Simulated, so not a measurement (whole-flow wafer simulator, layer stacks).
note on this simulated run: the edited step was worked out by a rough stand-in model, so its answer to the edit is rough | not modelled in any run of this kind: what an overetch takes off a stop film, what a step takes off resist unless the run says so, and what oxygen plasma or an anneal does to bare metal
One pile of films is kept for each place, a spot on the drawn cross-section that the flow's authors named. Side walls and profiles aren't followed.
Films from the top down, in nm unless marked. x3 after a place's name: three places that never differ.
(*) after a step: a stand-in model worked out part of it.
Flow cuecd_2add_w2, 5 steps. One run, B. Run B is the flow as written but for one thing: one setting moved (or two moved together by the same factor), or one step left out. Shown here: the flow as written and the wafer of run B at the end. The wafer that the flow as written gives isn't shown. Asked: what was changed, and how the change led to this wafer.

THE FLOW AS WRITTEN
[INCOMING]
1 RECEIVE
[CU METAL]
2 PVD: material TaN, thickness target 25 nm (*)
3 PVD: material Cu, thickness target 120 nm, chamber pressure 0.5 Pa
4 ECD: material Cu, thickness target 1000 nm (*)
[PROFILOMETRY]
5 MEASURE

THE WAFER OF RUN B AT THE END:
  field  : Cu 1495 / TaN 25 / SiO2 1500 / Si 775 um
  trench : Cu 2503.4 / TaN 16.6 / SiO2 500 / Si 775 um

The cause: step 4, ECD: thickness target 1375 nm was run, where the flow has thickness target 1000 nm.

How the change led to this, step by step:
  4 ECD: material Cu, thickness target 1000 nm (*)
      field: Cu +1375 (as written it would be: Cu +1000)
      trench: Cu +2422.6 (as written it would be: Cu +2047.6)
